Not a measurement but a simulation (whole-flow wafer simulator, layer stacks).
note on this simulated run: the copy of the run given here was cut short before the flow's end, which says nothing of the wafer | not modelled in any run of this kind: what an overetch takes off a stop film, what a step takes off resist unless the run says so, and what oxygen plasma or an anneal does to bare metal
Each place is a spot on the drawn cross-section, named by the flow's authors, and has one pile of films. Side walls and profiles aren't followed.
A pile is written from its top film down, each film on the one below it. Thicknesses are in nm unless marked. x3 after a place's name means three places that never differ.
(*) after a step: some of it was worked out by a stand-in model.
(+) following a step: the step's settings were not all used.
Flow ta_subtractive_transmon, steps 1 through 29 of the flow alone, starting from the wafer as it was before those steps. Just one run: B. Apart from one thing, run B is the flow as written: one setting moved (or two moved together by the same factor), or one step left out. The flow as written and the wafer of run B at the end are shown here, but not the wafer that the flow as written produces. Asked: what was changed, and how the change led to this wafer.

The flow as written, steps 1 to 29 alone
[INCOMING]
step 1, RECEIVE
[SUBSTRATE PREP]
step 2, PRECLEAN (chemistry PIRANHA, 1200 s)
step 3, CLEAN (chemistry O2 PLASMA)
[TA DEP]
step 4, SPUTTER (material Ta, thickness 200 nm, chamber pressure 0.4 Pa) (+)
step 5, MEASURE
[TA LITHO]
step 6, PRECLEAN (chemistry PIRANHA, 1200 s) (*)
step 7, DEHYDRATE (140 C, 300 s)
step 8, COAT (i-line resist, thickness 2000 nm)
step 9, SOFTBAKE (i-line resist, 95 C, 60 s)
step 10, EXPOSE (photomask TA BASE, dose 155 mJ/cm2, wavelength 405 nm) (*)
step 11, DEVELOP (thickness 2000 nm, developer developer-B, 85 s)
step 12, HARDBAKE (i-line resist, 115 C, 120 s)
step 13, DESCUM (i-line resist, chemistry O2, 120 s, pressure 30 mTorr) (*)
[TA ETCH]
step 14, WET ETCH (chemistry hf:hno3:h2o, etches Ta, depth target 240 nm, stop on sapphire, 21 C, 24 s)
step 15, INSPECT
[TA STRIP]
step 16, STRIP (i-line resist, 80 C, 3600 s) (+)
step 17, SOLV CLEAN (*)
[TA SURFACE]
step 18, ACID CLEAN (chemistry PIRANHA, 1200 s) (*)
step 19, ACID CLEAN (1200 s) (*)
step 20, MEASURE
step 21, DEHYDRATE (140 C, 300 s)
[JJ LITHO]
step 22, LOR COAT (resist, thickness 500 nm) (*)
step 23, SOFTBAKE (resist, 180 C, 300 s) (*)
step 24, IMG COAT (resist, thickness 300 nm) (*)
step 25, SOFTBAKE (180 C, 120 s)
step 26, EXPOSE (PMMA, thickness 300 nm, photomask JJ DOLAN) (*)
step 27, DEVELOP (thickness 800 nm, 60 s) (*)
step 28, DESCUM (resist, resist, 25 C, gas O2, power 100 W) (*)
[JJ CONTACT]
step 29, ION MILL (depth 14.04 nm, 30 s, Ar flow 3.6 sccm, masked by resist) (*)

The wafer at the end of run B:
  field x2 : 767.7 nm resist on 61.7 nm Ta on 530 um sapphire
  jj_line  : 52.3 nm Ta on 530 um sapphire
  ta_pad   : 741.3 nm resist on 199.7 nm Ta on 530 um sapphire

Cause: step 14, WET ETCH: depth target 138 nm was run, though the flow has depth target 240 nm; step 14, WET ETCH: 13.8 s was run, where the flow has 24 s.

The path from the change to this, step by step:
  step 14, WET ETCH (chemistry hf:hno3:h2o, etches Ta, depth target 240 nm, stop on sapphire, 21 C, 24 s)
      field x2, jj_line, lead: Ta loses 138 (it would be, as written: Ta loses 200 (all of it))
  step 22, LOR COAT (resist, thickness 500 nm) (*)
      lead: resist gains 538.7 (new film) (it would be, as written: resist gains 554.8 (new film))
      ta_contact: resist gains 460 (new film) (it would be, as written: resist gains 443.8 (new film))
  step 27, DEVELOP (thickness 800 nm, 60 s) (*)
      lead: resist loses 847.4 (all of it) (it would be, as written: resist loses 867.4 (all of it))
      ta_contact: resist loses 751.5 (all of it) (it would be, as written: resist loses 731.2 (all of it))
  step 29, ION MILL (depth 14.04 nm, 30 s, Ar flow 3.6 sccm, masked by resist) (*)
      jj_line, lead: Ta loses 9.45 (it would be, as written: sapphire loses 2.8)
With metal films that touch counted as one body, field x2 has 1 body; the flow as written gives 0 bodies.
With metal films that touch counted as one body, jj_line has 1 body; the flow as written gives 0 bodies.
